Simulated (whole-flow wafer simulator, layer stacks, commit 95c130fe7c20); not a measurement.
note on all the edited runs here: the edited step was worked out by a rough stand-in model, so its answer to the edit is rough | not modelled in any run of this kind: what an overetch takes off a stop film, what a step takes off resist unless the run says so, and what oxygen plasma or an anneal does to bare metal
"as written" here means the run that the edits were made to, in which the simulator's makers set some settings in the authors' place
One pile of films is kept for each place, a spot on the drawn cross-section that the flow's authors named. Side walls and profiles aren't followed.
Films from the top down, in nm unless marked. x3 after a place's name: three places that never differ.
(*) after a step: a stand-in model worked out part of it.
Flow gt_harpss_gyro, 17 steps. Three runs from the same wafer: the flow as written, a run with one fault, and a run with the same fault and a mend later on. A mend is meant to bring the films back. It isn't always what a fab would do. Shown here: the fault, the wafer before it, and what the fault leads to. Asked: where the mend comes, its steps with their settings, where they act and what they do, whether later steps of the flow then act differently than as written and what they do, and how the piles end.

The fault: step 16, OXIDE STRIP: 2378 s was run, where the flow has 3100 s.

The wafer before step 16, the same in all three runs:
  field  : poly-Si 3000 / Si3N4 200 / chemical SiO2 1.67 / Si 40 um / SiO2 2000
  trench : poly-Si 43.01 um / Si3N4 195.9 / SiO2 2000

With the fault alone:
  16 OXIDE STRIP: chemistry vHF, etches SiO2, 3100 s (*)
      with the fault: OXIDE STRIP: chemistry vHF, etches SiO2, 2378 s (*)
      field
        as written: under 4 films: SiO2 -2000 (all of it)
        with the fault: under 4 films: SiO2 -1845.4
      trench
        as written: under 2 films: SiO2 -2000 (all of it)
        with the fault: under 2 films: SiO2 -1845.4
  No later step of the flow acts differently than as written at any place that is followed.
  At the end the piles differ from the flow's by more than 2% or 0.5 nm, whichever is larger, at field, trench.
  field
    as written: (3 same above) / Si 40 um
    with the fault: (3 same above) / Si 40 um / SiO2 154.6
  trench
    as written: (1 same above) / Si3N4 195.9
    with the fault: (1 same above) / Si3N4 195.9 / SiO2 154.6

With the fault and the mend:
  The mend comes after step 17.
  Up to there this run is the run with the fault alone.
  17a OXIDE STRIP: chemistry vHF, etches SiO2, 722 s (*) (the flow's step 16 once more, with other settings)
      field
        under 4 films: SiO2 -154.6 (all of it)
      trench
        under 2 films: SiO2 -154.6 (all of it)
  No later step of the flow acts differently than as written at any place that is followed.
  At the end the piles are the same as the flow's at every place that both follow.
